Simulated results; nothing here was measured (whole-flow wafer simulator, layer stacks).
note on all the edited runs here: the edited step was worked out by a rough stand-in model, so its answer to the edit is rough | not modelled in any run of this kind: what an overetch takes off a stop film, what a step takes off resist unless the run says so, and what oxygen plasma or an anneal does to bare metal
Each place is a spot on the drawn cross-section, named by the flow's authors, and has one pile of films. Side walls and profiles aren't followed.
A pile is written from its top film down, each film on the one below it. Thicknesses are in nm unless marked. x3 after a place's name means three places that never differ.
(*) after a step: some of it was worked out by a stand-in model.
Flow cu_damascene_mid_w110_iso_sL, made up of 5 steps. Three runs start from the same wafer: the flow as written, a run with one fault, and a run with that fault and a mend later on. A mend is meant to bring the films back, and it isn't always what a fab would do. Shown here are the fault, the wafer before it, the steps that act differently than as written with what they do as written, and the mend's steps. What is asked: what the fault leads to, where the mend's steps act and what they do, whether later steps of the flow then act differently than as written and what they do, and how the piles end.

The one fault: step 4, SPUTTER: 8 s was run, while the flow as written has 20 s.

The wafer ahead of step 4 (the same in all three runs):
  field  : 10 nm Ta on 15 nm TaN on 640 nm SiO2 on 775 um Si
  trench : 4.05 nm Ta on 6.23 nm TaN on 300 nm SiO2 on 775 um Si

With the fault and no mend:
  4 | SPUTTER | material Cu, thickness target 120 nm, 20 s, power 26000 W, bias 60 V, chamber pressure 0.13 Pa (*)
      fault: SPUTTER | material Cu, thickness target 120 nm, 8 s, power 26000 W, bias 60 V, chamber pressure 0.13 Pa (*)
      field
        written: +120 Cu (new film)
        fault: +48 Cu (new film)
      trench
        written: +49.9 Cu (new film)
        fault: +20 Cu (new film)
  Steps later in the flow that act otherwise than as written:
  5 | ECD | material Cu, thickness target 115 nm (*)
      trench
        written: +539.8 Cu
        fault: +497.7 Cu
  By the end, the piles at field, trench depart from the flow's by more than 2% or 0.5 nm, whichever is larger.
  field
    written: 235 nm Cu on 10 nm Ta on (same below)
    fault: 163 nm Cu on 10 nm Ta on (same below)
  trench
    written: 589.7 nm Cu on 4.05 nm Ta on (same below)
    fault: 517.7 nm Cu on 4.05 nm Ta on (same below)

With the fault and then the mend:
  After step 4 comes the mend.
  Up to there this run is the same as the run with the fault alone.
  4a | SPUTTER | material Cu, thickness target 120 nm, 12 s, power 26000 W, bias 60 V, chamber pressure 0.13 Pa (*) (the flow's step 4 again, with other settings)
      field
        +72 Cu
      trench
        +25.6 Cu
  Later steps of the flow that are run all act as written at every place that is followed, up to a difference of at most 2% or 0.5 nm, whichever is larger.
  At every place that both follow, the piles at the end match the flow's.
